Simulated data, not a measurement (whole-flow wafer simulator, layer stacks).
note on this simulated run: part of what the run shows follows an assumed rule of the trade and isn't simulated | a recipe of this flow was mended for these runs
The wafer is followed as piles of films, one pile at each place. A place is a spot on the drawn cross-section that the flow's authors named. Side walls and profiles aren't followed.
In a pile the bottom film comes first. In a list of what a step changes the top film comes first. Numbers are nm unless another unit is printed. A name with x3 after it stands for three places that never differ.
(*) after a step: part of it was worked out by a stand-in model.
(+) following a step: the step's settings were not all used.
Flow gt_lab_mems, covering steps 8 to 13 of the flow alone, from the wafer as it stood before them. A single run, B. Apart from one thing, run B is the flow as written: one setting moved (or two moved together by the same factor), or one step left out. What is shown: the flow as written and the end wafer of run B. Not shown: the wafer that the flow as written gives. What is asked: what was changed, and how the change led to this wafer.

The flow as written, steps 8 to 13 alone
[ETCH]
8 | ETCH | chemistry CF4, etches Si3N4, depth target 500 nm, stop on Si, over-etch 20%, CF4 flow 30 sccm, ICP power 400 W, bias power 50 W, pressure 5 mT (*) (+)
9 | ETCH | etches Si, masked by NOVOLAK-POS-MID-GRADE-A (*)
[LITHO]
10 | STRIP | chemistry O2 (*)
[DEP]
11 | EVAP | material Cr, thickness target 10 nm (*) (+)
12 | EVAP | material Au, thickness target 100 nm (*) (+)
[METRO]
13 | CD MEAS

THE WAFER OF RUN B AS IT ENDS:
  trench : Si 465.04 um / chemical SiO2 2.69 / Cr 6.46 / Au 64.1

What caused this: step 8, ETCH: depth target 425 nm was run, though the flow has depth target 500 nm.

The path from the change to this, step by step:
  8 | ETCH | chemistry CF4, etches Si3N4, depth target 500 nm, stop on Si, over-etch 20%, CF4 flow 30 sccm, ICP power 400 W, bias power 50 W, pressure 5 mT (*) (+)
      field: -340 g/i-line-resist (as written it would have been: -400 g/i-line-resist)
      trench: -500 Si3N4 (all of it), -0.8 chemical SiO2 (all of it), -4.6 Si (as written it would have been: -500 Si3N4 (all of it), -0.8 chemical SiO2 (all of it), -49.6 Si)
  10 | STRIP | chemistry O2 (*)
      field: -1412 g/i-line-resist (all of it) (as written it would have been: -1352 g/i-line-resist (all of it))
